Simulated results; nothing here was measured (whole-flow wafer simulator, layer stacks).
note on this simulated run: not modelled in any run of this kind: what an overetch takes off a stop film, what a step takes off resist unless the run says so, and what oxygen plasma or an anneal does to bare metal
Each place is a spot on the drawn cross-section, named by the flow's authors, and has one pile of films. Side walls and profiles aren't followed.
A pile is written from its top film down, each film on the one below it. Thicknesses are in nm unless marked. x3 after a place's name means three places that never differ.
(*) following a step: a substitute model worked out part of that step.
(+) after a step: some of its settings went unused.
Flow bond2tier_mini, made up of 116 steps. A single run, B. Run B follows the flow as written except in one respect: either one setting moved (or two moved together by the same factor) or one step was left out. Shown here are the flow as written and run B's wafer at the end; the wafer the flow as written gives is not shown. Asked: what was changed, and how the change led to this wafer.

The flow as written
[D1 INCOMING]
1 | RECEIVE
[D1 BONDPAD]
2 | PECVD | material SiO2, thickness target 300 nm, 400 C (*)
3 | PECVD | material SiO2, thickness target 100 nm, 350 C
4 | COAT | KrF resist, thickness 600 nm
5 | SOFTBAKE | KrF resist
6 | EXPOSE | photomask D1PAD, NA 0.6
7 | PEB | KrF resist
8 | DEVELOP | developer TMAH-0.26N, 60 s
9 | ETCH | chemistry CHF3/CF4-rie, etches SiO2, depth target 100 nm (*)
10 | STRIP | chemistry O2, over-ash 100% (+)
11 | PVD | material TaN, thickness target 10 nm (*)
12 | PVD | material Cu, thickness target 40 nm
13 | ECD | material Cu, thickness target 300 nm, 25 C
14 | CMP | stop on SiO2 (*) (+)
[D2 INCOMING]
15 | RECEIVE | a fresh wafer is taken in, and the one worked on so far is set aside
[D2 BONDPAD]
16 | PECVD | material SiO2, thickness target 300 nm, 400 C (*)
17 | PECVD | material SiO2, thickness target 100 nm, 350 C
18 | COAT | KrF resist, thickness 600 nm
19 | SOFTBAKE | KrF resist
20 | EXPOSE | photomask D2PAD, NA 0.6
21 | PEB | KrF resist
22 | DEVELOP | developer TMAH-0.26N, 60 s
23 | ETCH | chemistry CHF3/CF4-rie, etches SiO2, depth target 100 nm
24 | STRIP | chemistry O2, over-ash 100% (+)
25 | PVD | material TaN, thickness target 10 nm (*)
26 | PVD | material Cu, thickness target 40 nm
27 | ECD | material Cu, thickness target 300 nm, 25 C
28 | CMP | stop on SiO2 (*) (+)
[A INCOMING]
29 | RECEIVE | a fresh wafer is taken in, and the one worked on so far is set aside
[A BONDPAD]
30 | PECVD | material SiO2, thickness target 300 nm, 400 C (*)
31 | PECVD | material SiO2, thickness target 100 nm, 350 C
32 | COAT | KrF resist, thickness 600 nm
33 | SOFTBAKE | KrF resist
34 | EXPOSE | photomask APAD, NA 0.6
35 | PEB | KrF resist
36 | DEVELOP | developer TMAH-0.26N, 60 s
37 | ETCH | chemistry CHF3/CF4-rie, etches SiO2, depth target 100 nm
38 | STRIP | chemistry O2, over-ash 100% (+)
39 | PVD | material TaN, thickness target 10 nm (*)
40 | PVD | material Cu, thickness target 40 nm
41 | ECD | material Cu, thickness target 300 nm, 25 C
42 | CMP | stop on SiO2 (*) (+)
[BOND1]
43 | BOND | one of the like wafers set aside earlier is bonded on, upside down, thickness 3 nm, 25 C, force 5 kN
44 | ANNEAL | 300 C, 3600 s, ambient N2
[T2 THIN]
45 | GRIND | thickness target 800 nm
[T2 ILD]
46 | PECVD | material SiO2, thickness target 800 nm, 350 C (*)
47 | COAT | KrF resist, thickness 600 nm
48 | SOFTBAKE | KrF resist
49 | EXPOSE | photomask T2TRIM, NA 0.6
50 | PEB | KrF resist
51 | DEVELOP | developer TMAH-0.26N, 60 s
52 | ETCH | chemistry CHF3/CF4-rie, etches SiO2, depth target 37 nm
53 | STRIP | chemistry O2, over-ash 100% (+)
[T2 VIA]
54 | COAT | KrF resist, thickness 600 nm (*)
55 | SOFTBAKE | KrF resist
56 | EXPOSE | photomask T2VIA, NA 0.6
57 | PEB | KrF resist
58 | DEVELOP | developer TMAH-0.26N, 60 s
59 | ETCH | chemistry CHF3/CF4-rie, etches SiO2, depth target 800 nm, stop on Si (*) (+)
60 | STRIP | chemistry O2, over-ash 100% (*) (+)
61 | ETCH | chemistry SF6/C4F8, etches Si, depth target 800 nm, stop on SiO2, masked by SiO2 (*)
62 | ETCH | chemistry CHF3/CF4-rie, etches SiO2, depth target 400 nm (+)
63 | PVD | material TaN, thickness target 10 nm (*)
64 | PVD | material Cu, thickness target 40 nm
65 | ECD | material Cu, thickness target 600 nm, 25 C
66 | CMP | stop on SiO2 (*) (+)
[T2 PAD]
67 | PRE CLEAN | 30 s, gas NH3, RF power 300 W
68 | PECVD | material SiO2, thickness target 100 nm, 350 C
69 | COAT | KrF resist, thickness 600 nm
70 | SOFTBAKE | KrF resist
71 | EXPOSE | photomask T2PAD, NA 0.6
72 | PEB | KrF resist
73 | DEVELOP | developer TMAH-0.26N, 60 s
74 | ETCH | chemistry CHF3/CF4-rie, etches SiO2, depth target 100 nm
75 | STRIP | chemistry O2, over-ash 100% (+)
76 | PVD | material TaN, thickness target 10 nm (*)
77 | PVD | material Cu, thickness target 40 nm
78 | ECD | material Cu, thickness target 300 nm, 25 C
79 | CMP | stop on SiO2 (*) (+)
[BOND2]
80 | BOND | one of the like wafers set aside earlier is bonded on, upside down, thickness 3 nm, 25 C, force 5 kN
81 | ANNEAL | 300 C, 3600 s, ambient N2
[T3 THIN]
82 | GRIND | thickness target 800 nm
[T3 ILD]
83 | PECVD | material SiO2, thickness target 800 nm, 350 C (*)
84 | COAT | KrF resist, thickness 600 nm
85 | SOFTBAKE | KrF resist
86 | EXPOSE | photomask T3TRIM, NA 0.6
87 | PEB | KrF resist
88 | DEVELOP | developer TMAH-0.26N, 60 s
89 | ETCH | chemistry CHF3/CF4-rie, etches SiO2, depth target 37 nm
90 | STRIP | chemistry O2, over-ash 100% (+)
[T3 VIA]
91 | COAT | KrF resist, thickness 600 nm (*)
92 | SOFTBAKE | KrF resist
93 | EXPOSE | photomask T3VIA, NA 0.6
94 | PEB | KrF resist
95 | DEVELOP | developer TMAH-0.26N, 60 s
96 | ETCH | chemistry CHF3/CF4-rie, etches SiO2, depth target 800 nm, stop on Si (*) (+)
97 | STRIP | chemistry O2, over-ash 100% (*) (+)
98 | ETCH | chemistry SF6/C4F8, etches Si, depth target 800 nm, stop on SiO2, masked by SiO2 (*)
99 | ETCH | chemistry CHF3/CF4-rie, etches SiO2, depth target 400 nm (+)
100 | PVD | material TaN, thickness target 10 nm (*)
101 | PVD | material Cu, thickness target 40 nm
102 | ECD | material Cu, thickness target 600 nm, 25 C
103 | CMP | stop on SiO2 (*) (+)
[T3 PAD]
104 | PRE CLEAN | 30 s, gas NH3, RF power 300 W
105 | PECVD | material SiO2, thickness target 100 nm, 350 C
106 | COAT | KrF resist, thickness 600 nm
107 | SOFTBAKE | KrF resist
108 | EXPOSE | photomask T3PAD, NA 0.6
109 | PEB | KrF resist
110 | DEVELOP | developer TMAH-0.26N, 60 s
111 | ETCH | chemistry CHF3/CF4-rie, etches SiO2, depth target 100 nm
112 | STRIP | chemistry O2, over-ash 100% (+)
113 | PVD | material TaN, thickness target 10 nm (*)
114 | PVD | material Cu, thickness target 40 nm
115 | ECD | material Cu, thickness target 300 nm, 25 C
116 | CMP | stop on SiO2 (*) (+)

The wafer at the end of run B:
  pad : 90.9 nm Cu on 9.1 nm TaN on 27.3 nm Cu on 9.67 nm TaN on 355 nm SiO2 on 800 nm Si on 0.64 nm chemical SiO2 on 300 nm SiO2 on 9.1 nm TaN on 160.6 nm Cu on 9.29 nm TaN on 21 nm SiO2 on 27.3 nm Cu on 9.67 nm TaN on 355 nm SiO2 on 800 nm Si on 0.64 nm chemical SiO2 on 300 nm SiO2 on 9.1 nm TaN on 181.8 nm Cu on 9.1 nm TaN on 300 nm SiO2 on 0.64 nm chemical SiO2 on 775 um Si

Cause: step 74, ETCH: depth target 79 nm was run, though the flow has depth target 100 nm.

Step by step, how the change led to this:
  74 | ETCH | chemistry CHF3/CF4-rie, etches SiO2, depth target 100 nm
      pad: -79 SiO2 (in the flow as written it would be: -100 SiO2 (all of it))
      field: -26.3 KrF resist (in the flow as written it would be: -33.3 KrF resist)
  78 | ECD | material Cu, thickness target 300 nm, 25 C
      pad: +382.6 Cu (in the flow as written it would be: +404.5 Cu)
With metal films that touch counted as one body, pad has 4 bodies (between them, from the top down: SiO2 355 / Si 800 / chemical SiO2 0.64 / SiO2 300; SiO2 21; SiO2 355 / Si 800 / chemical SiO2 0.64 / SiO2 300); the flow as written gives 3 bodies (between them, from the top down: SiO2 355 / Si 800 / chemical SiO2 0.64 / SiO2 300; SiO2 355 / Si 800 / chemical SiO2 0.64 / SiO2 300).
